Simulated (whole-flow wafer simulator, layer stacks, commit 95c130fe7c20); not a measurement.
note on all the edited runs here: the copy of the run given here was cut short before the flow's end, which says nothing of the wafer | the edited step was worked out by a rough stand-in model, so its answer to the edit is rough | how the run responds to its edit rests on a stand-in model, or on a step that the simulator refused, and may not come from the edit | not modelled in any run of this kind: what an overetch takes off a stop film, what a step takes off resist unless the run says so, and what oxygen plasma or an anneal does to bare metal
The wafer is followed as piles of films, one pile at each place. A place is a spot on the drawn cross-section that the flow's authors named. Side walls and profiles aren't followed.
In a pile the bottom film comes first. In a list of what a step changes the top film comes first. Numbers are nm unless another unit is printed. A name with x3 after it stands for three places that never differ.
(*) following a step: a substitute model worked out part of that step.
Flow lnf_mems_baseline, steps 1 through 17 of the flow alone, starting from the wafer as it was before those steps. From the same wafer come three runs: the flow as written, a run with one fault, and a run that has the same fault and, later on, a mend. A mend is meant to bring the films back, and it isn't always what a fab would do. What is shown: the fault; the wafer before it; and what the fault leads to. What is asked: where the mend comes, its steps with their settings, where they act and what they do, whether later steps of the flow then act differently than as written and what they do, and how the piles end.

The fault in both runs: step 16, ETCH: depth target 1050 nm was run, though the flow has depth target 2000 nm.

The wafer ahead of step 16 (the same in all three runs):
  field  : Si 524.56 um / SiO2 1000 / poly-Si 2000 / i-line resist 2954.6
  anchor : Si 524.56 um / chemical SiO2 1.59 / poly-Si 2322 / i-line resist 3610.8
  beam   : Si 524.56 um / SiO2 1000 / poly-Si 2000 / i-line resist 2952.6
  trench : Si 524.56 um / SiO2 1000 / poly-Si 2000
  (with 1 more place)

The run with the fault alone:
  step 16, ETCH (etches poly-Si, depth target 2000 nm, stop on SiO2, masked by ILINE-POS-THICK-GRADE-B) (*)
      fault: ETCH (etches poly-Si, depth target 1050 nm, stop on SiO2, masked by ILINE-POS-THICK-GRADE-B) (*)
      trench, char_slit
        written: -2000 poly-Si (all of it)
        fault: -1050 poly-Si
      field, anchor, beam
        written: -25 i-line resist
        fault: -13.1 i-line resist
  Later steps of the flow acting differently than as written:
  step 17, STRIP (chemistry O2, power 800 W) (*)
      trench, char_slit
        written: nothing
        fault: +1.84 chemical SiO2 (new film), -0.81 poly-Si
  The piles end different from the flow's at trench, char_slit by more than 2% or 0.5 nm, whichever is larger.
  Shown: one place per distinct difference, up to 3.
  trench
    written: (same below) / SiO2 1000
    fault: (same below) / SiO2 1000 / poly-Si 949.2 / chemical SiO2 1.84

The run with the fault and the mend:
  The mend follows step 16.
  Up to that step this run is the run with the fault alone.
  step 16a, ETCH (etches poly-Si, depth target 950 nm, stop on SiO2, masked by ILINE-POS-THICK-GRADE-B) (*) (a further turn of the flow's step 16, with different settings)
      field, anchor, beam
        -11.9 i-line resist
      trench, char_slit
        -950 poly-Si (all of it)
  Every later step of the flow that is run acts as written at every place that is followed.
  At every place that both follow, the piles at the end match the flow's.
